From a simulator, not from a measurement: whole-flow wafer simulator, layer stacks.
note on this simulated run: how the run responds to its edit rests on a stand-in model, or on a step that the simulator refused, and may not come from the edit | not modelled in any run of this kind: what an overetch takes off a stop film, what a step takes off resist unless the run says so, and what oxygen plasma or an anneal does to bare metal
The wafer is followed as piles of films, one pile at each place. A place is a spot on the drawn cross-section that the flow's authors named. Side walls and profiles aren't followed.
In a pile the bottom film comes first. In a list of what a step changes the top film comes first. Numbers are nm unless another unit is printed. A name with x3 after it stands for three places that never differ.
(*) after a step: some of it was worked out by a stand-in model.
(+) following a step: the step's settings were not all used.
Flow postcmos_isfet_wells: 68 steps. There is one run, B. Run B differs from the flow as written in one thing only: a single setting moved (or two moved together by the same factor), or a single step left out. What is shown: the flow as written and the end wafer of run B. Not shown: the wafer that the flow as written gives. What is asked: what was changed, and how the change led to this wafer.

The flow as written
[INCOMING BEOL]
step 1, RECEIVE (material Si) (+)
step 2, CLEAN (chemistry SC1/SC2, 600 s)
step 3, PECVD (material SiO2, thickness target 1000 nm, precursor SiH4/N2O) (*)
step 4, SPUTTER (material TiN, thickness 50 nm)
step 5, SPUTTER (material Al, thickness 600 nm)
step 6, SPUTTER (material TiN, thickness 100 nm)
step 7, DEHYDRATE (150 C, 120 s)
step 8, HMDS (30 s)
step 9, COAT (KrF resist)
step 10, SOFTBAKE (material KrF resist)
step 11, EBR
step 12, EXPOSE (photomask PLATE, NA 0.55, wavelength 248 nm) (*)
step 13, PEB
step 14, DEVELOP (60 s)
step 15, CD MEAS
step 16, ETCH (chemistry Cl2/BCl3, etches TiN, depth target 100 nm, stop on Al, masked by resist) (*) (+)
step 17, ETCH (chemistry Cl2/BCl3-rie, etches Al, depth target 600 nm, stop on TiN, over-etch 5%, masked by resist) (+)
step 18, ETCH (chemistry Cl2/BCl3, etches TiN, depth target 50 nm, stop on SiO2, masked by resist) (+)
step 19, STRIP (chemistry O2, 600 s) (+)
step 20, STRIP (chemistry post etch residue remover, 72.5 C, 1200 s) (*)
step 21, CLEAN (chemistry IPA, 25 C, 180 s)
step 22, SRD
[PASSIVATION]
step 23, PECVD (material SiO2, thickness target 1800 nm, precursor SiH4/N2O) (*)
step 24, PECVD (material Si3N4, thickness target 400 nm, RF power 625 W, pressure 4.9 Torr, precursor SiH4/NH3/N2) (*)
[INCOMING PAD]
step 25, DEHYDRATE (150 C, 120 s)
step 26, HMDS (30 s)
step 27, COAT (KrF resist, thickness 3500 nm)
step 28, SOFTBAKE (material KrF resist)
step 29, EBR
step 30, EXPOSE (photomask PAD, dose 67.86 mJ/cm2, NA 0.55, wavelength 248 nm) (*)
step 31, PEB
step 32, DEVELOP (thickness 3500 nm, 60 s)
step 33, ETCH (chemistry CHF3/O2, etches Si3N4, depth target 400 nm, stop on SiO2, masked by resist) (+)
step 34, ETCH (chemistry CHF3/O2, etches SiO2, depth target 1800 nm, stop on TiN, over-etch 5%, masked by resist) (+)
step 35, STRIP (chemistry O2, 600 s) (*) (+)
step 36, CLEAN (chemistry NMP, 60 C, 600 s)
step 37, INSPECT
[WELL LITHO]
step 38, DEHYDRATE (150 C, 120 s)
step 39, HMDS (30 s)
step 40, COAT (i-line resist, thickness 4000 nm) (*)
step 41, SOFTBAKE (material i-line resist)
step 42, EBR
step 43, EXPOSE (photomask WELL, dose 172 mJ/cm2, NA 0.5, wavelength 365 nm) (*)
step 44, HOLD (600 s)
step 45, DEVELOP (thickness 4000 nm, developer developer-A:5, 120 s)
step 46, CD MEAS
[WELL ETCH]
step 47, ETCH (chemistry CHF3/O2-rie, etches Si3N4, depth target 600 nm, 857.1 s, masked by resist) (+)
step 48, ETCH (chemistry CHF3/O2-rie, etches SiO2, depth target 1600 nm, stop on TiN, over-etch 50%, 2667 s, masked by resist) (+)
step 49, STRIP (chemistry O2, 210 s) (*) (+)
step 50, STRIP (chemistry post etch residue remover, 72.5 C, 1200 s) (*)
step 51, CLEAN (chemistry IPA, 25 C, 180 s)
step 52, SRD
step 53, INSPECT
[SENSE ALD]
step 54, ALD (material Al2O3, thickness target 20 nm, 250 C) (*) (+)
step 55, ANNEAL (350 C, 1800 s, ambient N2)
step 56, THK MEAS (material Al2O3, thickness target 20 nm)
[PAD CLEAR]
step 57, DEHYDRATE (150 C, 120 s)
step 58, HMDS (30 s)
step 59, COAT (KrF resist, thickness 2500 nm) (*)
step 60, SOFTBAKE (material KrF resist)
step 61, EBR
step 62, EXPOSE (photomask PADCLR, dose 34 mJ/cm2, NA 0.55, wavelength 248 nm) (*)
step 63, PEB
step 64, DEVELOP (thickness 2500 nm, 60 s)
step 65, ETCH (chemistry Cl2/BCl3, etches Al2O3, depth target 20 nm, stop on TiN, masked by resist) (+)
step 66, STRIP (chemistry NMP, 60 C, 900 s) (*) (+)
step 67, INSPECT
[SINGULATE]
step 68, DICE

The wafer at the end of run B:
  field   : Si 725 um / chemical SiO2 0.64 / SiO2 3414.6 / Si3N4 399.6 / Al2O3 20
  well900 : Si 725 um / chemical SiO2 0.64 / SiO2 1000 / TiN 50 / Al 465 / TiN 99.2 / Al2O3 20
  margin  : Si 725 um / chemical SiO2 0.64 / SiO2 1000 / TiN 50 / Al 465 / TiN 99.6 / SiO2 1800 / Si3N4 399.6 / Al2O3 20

The reason: step 5, SPUTTER: thickness 465 nm was run, while the flow as written has thickness 600 nm.
One can read it off the wafer: well900 has Al 465, and step 5 as written asks for 600 nm.

How this came from the change, step by step:
  step 5, SPUTTER (material Al, thickness 600 nm)
      field, margin, well900, well1300 x3, pad_rim, pad_clr, pad_open: Al gains 465 (new film) (it would be, as written: Al gains 600 (new film))
  step 17, ETCH (chemistry Cl2/BCl3-rie, etches Al, depth target 600 nm, stop on TiN, over-etch 5%, masked by resist) (+)
      margin, well900, well1300 x3, pad_rim, pad_clr, pad_open: KrF resist loses 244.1 (it would be, as written: KrF resist loses 300)
      field: Al loses 465 (all of it) (it would be, as written: Al loses 600 (all of it))
  step 19, STRIP (chemistry O2, 600 s) (+)
      margin, well900, well1300 x3, pad_rim, pad_clr, pad_open: KrF resist loses 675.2 (all of it) (it would be, as written: KrF resist loses 619.4 (all of it))
  step 23, PECVD (material SiO2, thickness target 1800 nm, precursor SiH4/N2O) (*)
      field: SiO2 gains 2414.6 (it would be, as written: SiO2 gains 1800 (new film), void gains 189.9 (new film), SiO2 gains 559.7)
